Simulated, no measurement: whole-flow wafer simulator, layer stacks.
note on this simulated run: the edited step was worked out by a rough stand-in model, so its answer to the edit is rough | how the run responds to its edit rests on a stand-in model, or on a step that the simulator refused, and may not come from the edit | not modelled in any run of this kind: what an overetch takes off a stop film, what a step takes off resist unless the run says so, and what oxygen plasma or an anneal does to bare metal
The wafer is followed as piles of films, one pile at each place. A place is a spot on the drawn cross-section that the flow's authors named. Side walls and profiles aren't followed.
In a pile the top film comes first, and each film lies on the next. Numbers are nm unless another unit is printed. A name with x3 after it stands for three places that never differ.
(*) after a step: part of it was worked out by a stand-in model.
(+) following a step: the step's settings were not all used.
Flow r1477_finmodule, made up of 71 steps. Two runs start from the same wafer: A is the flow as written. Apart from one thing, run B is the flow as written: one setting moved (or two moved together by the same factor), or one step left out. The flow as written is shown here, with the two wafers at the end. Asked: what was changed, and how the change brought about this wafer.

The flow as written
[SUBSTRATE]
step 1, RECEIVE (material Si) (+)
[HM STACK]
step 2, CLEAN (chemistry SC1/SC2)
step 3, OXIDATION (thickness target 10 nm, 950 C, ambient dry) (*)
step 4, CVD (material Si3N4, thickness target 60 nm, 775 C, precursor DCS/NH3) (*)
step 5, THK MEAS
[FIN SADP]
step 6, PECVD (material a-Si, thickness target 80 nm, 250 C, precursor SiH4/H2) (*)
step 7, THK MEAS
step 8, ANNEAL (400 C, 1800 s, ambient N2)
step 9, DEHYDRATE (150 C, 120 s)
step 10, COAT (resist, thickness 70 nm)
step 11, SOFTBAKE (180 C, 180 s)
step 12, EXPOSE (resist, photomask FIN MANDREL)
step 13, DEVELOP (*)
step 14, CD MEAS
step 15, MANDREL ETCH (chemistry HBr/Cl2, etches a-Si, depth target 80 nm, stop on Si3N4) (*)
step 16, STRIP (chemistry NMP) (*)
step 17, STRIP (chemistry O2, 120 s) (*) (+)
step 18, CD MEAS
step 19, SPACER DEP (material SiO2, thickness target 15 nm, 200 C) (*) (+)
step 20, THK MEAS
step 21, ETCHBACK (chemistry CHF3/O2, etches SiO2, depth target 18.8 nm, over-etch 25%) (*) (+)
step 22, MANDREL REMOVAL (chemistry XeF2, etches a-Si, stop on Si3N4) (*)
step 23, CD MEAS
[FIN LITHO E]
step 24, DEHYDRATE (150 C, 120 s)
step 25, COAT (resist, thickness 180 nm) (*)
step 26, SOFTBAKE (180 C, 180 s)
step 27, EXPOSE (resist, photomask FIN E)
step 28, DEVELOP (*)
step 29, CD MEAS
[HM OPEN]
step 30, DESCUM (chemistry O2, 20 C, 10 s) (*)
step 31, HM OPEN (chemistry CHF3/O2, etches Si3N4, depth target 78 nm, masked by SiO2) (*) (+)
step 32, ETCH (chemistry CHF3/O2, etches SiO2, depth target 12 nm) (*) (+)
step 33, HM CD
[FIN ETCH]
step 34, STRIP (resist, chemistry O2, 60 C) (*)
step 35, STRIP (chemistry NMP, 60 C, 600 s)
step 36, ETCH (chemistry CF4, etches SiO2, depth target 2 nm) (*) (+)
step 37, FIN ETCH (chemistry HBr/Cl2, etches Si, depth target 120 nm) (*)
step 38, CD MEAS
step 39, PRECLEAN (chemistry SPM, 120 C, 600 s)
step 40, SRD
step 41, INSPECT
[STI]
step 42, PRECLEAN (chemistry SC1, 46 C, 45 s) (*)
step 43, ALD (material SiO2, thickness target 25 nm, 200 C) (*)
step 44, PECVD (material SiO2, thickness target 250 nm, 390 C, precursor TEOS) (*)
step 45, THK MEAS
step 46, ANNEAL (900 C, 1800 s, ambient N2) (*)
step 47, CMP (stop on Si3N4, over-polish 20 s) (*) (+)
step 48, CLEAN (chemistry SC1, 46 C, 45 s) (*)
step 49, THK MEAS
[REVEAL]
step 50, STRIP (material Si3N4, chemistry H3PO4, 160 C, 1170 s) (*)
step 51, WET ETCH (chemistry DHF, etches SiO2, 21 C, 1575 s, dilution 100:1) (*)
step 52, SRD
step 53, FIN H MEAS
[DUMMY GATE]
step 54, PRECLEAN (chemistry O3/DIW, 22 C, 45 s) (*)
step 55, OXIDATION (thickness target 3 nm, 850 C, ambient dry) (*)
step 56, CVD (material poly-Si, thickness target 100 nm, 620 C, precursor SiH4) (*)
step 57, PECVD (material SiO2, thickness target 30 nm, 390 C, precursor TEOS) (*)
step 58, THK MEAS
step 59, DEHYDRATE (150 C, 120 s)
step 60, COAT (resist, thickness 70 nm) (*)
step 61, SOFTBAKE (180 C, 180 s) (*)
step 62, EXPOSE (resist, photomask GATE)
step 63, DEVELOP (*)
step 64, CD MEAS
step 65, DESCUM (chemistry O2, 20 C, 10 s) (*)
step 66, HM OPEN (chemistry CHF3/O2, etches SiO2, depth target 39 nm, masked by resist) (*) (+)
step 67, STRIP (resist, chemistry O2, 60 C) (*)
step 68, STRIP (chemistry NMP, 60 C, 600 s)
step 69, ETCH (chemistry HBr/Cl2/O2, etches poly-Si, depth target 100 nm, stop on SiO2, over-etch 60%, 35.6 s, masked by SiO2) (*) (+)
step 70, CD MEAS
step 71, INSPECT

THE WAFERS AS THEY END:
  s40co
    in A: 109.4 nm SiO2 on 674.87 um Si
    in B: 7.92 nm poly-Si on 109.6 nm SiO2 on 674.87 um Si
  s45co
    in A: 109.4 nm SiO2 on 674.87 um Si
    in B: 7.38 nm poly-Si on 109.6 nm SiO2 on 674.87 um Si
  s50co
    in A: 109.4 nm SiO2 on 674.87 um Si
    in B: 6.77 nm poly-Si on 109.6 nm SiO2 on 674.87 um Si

Cause: step 57, PECVD: thickness target 41.7 nm was run, though the flow has thickness target 30 nm.

Step by step, how the change led to this:
  step 57, PECVD (material SiO2, thickness target 30 nm, 390 C, precursor TEOS) (*)
      pad, padg, elg and 33 more: A SiO2 gains 30 (new film) | B SiO2 gains 41.7 (new film)
  step 66, HM OPEN (chemistry CHF3/O2, etches SiO2, depth target 39 nm, masked by resist) (*) (+)
      pad, elo, eso and 15 more: A SiO2 loses 30 (all of it), poly-Si loses 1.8 | B SiO2 loses 39
  step 67, STRIP (resist, chemistry O2, 60 C) (*)
      pad, elo, eso and 15 more: A chemical SiO2 gains 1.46 (new film), poly-Si loses 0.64 | B nothing
  step 69, ETCH (chemistry HBr/Cl2/O2, etches poly-Si, depth target 100 nm, stop on SiO2, over-etch 60%, 35.6 s, masked by SiO2) (*) (+)
      pad, eso, e40so, e100so, e200so, s40so, s45so, s50so: A chemical SiO2 loses 1.46 (all of it), poly-Si loses 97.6 (all of it), SiO2 loses 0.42 | B SiO2 loses 2.7 (all of it), poly-Si loses 100 (all of it)
      elo, e40lo, e100lo, e200lo: A chemical SiO2 loses 1.46 (all of it), poly-Si loses 97.6 (all of it), Si3N4 loses 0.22 | B SiO2 loses 2.7 (all of it), poly-Si loses 100 (all of it)
      (as well as at 6 more places)
